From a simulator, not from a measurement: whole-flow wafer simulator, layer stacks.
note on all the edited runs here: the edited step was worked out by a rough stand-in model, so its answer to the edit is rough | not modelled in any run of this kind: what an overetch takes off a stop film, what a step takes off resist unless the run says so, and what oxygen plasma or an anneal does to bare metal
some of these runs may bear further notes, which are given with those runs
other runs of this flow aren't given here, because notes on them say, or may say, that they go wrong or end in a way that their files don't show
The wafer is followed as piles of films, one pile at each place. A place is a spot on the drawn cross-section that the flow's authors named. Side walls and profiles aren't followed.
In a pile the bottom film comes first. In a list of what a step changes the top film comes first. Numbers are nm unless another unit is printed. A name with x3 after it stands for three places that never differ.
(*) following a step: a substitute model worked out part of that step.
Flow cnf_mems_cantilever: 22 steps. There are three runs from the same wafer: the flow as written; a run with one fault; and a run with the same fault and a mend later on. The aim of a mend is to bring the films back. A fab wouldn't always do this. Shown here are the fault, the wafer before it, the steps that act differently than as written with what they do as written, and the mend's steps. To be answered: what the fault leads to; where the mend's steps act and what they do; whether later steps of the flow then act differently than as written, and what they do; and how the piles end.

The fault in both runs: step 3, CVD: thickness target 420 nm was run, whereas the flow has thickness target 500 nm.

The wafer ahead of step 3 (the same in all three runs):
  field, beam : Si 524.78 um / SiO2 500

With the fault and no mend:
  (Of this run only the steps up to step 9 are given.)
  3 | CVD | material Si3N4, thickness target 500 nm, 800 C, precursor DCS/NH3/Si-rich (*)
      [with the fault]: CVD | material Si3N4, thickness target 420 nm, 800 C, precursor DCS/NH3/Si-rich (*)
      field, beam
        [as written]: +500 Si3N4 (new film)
        [with the fault]: +420 Si3N4 (new film)
  Every later step of the flow up to step 9 that is run acts as written at every place that is followed.
  The piles after step 9 differ from the flow's at field, beam by more than 2% or 0.5 nm, whichever is larger.
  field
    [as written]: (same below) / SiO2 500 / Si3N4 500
    [with the fault]: (same below) / SiO2 500 / Si3N4 420
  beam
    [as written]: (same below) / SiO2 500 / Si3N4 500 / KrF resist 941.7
    [with the fault]: (same below) / SiO2 500 / Si3N4 420 / KrF resist 941.7

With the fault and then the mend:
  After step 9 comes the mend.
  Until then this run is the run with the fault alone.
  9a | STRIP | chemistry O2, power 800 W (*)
      beam
        -941.7 KrF resist (all of it)
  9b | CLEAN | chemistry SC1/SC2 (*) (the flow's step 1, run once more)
      leaves every film unchanged at each place that is followed
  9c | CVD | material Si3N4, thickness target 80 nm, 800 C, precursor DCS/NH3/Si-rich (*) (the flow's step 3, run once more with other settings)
      field, beam
        +80 Si3N4
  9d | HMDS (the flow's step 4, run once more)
      leaves every film unchanged at each place that is followed
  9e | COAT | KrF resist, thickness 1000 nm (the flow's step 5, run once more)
      field, beam
        +1000 KrF resist (new film)
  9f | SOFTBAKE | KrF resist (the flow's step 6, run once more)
      leaves every film unchanged at each place that is followed
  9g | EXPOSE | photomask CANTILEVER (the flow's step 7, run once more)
      leaves every film unchanged at each place that is followed
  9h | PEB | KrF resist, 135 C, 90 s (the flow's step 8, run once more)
      field, beam
        -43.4 KrF resist
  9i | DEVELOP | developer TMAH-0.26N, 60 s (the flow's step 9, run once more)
      field
        -956.6 KrF resist (all of it)
      beam
        -14.9 KrF resist
  Every later step of the flow that is run acts as written at every place that is followed.
  By the end, the piles equal the flow's at every place that both follow.
